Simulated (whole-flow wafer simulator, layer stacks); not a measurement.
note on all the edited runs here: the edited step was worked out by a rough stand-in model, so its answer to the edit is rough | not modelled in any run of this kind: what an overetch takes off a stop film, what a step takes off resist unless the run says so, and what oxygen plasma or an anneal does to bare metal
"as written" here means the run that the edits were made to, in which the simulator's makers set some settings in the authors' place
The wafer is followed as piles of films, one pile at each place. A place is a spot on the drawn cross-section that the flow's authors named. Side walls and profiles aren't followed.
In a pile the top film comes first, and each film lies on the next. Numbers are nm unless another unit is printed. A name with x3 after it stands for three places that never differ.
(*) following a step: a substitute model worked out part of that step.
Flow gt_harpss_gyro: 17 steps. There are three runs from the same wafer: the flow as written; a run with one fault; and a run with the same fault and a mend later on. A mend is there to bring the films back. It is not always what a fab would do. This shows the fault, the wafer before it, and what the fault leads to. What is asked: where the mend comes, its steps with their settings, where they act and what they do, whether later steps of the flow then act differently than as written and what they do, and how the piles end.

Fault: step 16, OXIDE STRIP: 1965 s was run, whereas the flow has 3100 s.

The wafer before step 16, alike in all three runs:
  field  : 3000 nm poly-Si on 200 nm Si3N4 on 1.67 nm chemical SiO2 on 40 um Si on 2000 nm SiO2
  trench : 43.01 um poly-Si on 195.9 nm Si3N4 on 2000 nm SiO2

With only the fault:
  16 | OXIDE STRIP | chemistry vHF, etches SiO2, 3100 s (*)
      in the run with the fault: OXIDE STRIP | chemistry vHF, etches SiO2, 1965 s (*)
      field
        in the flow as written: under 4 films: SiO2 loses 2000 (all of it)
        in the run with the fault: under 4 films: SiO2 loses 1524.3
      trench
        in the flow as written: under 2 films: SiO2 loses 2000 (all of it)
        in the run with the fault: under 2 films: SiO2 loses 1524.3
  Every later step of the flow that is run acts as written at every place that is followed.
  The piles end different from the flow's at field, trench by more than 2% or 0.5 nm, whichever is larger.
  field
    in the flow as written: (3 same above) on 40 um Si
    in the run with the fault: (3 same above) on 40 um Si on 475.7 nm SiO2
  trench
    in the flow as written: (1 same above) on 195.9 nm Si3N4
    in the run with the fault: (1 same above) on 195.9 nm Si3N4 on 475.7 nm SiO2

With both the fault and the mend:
  The mend stands after step 17.
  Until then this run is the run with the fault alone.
  17a | OXIDE STRIP | chemistry vHF, etches SiO2, 1135 s (*) (the flow's step 16, run once more with other settings)
      field
        under 4 films: SiO2 loses 475.7 (all of it)
      trench
        under 2 films: SiO2 loses 475.7 (all of it)
  Every later step of the flow that is run acts as written at every place that is followed.
  By the end, the piles equal the flow's at every place that both follow.
